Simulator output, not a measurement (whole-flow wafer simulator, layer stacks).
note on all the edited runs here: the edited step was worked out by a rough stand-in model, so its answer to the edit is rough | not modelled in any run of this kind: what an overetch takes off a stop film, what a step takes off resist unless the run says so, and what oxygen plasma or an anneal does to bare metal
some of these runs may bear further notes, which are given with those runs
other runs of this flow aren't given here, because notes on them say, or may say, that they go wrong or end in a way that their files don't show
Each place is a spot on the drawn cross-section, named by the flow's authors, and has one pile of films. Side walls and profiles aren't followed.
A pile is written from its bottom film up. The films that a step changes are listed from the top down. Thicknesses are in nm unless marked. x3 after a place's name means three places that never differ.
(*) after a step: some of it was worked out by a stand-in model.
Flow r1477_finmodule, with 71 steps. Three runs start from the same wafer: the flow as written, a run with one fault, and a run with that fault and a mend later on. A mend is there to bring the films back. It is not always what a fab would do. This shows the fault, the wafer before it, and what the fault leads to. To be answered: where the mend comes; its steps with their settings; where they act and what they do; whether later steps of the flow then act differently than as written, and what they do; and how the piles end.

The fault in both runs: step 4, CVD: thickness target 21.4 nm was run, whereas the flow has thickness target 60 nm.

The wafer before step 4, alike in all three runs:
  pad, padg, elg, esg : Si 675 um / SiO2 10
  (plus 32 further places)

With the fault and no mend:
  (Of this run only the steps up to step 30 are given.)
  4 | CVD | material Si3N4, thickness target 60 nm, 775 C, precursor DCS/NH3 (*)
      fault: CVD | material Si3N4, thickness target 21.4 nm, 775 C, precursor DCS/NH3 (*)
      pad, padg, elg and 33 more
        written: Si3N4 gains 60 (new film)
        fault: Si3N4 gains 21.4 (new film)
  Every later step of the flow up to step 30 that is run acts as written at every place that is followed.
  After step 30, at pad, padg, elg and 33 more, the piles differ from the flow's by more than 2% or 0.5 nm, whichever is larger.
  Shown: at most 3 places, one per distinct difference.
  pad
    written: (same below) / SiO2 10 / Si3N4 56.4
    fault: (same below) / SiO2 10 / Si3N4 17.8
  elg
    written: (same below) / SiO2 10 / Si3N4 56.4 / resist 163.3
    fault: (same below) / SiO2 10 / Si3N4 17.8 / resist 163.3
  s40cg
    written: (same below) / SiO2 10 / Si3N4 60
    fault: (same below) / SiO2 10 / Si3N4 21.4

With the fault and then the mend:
  The mend follows step 5.
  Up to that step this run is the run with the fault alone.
  5a | ETCH | chemistry h3po4, depth target 24.61 nm
      pad, padg, elg and 33 more
        Si3N4 loses 21.4 (all of it)
  5b | CLEAN | chemistry SC1/SC2 (a further turn of the flow's step 2)
      does not change any film at any place that is followed
  5c | CVD | material Si3N4, thickness target 60 nm, 775 C, precursor DCS/NH3 (*) (a further turn of the flow's step 4)
      pad, padg, elg and 33 more
        Si3N4 gains 60 (new film)
  Every later step of the flow that is run acts as written at every place that is followed.
  At every place that both follow, the piles at the end match the flow's.
